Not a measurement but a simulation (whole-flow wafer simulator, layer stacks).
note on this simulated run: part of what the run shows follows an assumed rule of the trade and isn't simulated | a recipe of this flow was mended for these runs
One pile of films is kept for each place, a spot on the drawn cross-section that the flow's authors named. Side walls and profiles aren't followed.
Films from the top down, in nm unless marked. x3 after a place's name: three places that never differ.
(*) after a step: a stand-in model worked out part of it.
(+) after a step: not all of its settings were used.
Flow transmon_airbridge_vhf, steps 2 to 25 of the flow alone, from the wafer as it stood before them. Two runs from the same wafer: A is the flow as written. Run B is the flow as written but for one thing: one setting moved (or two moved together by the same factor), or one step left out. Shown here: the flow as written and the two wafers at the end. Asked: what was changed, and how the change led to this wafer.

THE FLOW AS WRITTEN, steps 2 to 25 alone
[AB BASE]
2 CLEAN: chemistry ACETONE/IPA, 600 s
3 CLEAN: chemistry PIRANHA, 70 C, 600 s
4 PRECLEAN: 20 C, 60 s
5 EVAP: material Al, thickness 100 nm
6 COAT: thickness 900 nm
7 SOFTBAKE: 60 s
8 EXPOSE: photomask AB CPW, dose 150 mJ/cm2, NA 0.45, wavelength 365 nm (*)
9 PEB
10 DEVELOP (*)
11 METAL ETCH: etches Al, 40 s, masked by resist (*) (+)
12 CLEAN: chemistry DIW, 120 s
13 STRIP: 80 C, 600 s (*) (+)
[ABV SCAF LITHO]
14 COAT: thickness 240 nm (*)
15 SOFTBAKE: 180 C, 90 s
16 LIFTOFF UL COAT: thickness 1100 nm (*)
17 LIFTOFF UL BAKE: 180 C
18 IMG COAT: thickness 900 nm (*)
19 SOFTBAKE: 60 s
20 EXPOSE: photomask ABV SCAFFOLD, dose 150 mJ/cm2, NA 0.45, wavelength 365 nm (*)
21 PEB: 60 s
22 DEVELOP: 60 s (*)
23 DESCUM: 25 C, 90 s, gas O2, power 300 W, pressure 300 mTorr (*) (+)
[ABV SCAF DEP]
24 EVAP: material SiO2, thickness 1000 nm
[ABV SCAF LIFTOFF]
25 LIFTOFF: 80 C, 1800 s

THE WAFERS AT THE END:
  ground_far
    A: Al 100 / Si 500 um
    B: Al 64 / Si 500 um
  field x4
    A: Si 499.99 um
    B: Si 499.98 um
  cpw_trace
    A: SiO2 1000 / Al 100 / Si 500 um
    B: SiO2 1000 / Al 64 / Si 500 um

The cause: step 5, EVAP: thickness 64 nm was run, where the flow has thickness 100 nm.
It can be read off the wafer: ground_far has Al 64, and step 5 as written asks for 100 nm.

How the change led to this, step by step:
  5 EVAP: material Al, thickness 100 nm
      field x4, ground_far, pad_w x2, flank_w x2, gap_w x2, cpw_trace, trace_open_s x2, margin_s x3: A Al +100 (new film) | B Al +64 (new film)
  11 METAL ETCH: etches Al, 40 s, masked by resist (*) (+)
      field x4, gap_w x2: A Al -86.7 (all of it), Si -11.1 | B Al -50.7 (all of it), Si -23.1
